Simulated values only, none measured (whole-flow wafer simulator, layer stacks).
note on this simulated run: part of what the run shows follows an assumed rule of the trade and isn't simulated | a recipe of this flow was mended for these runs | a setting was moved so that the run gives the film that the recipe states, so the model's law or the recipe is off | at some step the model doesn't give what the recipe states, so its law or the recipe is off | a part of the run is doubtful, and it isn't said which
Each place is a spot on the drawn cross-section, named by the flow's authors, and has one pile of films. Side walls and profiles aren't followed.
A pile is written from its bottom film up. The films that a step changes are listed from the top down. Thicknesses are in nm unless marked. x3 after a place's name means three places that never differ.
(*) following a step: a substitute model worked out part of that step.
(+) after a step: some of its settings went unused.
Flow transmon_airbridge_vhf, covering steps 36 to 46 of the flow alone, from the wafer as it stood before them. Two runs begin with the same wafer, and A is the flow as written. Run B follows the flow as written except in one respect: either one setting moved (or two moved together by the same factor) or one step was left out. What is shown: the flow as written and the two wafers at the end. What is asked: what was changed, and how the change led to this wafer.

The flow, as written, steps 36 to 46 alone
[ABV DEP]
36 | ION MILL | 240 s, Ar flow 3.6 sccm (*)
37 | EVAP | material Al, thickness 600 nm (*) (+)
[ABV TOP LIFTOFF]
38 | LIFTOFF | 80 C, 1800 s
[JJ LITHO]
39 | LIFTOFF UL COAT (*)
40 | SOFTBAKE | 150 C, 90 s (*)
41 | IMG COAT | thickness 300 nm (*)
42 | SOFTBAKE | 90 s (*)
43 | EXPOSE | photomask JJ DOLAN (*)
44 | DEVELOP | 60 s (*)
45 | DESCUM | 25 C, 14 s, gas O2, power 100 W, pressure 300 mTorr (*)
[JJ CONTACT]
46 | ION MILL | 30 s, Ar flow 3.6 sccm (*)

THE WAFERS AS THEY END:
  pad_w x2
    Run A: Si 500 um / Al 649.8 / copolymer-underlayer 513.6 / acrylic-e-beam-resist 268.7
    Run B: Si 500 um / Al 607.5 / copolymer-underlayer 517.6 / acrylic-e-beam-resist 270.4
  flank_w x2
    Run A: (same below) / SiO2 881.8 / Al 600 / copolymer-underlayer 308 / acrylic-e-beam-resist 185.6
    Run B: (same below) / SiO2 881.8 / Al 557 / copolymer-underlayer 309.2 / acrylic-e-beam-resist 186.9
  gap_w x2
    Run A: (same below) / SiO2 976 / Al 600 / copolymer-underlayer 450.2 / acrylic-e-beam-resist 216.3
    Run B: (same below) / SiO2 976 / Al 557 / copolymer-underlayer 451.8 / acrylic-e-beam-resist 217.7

The reason: step 37, EVAP: thickness 557 nm was run, whereas the flow has thickness 600 nm.
The wafer itself shows it: flank_w x2 has Al 557, and step 37 as written asks for 600 nm.

Step by step, how the change led to this:
  37 | EVAP | material Al, thickness 600 nm (*) (+)
      field x3, jj_line, ground_far and 10 more: A Al gains 600 (new film) | B Al gains 557 (new film)
      pad_w x2: A Al gains 591.1 | B Al gains 548.7
  38 | LIFTOFF | 80 C, 1800 s
      field x3, jj_line, trace_open_s x2: A Al loses 600 (all of it), i-line-resist loses 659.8 (all of it), lift-off-underlayer loses 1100 (all of it), acrylic-e-beam-resist loses 240 (all of it) | B Al loses 557 (all of it), i-line-resist loses 659.8 (all of it), lift-off-underlayer loses 1100 (all of it), acrylic-e-beam-resist loses 240 (all of it)
      margin_s, margin_n: A Al loses 600 (all of it), i-line-resist loses 378.2 (all of it), lift-off-underlayer loses 823.4 (all of it), acrylic-e-beam-resist loses 168.6 (all of it) | B Al loses 557 (all of it), i-line-resist loses 378.2 (all of it), lift-off-underlayer loses 823.4 (all of it), acrylic-e-beam-resist loses 168.6 (all of it)
      (also at 1 further place)
